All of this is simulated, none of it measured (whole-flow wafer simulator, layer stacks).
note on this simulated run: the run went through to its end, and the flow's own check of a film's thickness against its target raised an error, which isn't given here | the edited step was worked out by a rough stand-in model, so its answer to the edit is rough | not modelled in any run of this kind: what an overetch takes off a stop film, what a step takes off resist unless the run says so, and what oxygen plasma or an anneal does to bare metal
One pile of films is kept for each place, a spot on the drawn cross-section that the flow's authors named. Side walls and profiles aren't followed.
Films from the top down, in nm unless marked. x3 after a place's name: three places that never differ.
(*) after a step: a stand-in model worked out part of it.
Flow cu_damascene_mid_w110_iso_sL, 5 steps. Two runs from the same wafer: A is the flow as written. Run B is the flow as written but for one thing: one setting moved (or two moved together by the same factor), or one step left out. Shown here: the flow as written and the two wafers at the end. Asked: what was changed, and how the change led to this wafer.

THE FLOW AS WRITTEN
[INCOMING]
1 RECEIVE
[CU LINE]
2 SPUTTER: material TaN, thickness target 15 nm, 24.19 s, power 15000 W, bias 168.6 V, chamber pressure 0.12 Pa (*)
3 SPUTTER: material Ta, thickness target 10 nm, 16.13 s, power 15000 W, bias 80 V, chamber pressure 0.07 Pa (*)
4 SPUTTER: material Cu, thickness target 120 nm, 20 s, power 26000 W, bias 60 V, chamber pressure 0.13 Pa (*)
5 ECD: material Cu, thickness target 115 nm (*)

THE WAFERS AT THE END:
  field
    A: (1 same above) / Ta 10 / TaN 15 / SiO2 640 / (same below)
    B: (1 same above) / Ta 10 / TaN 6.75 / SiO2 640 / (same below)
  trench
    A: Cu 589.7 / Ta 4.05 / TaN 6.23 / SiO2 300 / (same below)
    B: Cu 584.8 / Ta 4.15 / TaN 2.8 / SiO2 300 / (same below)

The cause: step 2, SPUTTER: 10.89 s was run, where the flow has 24.19 s.

How the change led to this, step by step:
  2 SPUTTER: material TaN, thickness target 15 nm, 24.19 s, power 15000 W, bias 168.6 V, chamber pressure 0.12 Pa (*)
      field: A TaN +15 (new film) | B TaN +6.75 (new film)
      trench: A TaN +6.23 (new film) | B TaN +2.8 (new film)
  4 SPUTTER: material Cu, thickness target 120 nm, 20 s, power 26000 W, bias 60 V, chamber pressure 0.13 Pa (*)
      trench: A Cu +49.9 (new film) | B Cu +51.3 (new film)
